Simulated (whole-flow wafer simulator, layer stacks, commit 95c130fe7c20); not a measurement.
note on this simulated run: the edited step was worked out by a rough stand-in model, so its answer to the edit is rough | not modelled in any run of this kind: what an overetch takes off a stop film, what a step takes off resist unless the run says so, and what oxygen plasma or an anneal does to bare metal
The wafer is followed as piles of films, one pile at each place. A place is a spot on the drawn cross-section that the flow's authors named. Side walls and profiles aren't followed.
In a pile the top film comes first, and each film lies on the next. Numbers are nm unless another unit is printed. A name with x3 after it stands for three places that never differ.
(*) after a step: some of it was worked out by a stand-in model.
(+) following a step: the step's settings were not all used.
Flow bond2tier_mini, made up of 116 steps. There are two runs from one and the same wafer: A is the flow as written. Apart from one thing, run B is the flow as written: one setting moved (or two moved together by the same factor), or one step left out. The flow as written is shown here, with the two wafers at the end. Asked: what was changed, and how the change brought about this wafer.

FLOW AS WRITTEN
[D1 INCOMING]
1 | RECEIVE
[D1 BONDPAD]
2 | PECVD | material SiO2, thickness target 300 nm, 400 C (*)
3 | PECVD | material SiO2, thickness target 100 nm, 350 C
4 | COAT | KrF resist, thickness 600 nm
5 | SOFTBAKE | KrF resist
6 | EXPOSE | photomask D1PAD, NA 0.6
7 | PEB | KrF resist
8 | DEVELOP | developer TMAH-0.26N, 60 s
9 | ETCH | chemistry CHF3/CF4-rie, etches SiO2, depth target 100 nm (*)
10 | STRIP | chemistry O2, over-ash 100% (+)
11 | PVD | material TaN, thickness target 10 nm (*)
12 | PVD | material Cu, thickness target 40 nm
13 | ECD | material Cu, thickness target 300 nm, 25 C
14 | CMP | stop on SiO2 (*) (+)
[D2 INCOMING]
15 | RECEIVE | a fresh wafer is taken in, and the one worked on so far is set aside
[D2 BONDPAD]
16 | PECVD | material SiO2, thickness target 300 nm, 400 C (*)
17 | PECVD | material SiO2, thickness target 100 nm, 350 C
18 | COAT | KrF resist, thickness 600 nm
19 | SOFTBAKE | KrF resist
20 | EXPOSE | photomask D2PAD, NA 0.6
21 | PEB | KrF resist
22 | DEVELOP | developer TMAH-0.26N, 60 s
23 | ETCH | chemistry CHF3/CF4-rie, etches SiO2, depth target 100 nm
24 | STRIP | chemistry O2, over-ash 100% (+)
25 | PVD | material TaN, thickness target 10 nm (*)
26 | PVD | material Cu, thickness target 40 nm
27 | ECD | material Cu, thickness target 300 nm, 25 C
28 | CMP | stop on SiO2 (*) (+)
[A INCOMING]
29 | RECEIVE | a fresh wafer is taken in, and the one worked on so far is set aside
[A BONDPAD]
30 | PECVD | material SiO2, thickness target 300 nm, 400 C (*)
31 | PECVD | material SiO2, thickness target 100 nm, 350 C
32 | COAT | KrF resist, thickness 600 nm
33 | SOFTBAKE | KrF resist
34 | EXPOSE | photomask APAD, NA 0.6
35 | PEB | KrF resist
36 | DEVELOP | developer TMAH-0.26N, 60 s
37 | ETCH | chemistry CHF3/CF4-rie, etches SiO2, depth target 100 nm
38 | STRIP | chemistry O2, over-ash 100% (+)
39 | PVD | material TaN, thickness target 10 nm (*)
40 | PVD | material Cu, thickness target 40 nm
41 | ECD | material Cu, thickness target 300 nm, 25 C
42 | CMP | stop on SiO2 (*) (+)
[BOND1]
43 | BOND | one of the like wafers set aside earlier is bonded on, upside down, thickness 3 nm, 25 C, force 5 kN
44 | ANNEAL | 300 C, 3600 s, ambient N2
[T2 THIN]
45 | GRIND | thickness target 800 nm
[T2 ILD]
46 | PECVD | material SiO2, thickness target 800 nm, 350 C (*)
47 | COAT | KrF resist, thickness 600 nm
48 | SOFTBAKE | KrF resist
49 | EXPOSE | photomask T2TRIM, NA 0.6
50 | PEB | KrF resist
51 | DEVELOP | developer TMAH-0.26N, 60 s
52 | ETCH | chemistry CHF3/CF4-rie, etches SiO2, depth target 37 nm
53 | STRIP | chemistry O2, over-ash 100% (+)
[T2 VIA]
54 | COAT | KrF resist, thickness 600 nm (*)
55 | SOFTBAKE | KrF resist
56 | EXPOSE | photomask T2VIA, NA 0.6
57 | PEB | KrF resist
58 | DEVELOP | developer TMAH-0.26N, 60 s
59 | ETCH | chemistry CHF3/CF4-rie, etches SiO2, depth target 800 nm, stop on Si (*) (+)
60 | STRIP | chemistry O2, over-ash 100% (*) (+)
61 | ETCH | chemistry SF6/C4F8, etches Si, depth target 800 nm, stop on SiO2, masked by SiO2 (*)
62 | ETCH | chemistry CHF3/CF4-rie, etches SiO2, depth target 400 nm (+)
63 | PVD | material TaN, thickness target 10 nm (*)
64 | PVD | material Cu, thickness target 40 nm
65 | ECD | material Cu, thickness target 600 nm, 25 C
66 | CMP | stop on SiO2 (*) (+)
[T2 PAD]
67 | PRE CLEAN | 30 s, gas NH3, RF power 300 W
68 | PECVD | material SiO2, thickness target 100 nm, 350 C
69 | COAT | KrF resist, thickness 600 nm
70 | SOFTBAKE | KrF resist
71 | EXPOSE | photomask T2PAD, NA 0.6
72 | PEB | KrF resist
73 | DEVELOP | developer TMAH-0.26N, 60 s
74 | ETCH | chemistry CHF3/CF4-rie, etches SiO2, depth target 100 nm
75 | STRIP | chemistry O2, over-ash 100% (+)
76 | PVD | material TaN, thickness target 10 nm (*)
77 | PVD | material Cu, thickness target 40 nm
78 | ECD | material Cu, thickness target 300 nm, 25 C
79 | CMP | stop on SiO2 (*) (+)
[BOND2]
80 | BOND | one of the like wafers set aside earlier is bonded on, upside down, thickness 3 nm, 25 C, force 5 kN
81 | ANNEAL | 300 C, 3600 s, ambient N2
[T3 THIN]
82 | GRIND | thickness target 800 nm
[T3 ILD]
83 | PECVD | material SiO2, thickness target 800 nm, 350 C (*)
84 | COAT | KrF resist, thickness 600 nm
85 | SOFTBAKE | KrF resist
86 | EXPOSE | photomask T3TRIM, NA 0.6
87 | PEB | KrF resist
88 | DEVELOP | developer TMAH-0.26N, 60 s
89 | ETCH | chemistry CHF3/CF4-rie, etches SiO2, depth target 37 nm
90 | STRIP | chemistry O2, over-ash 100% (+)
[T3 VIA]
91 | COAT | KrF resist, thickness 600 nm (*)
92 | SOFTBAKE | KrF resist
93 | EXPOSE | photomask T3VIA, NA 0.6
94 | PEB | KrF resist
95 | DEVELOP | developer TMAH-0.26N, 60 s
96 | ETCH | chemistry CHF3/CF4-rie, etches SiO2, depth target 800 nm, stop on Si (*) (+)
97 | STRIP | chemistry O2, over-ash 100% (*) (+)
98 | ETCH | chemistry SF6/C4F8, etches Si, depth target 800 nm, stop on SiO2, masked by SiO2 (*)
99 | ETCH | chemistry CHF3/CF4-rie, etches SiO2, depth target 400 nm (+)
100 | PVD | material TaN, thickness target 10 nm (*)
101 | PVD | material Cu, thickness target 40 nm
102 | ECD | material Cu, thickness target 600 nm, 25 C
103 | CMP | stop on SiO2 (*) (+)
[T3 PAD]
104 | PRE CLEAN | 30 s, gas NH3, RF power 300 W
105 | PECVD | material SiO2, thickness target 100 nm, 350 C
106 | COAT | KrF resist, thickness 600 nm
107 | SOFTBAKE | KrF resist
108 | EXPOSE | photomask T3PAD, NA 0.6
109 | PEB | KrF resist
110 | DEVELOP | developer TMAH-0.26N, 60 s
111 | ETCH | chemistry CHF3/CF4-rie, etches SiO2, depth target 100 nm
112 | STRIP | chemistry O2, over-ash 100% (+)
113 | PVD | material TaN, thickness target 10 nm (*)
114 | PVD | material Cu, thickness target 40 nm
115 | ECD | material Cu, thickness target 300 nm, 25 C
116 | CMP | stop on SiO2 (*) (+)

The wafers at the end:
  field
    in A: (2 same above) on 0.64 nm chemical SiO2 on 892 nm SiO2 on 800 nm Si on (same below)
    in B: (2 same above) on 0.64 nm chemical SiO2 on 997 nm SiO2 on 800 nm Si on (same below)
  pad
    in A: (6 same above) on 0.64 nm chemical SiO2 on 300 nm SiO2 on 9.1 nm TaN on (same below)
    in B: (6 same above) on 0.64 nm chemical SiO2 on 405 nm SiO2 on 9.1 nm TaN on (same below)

What caused this: step 16, PECVD: thickness target 405 nm was run, while the flow as written has thickness target 300 nm.
The wafer itself shows it: pad has SiO2 405, and step 16 as written asks for 300 nm.

The path from the change to this, step by step:
  16 | PECVD | material SiO2, thickness target 300 nm, 400 C (*)
      field, pad, via: A +300 SiO2 (new film) | B +405 SiO2 (new film)
  80 | BOND | one of the like wafers set aside earlier is bonded on, upside down, thickness 3 nm, 25 C, force 5 kN
      field: A +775 um Si (new film), +0.64 chemical SiO2 (new film), +400 SiO2 | B +775 um Si (new film), +0.64 chemical SiO2 (new film), +505 SiO2
      pad: A +775 um Si (new film), +0.64 chemical SiO2 (new film), +300 SiO2 (new film), +9.1 TaN (new film), +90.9 Cu | B +775 um Si (new film), +0.64 chemical SiO2 (new film), +405 SiO2 (new film), +9.1 TaN (new film), +90.9 Cu
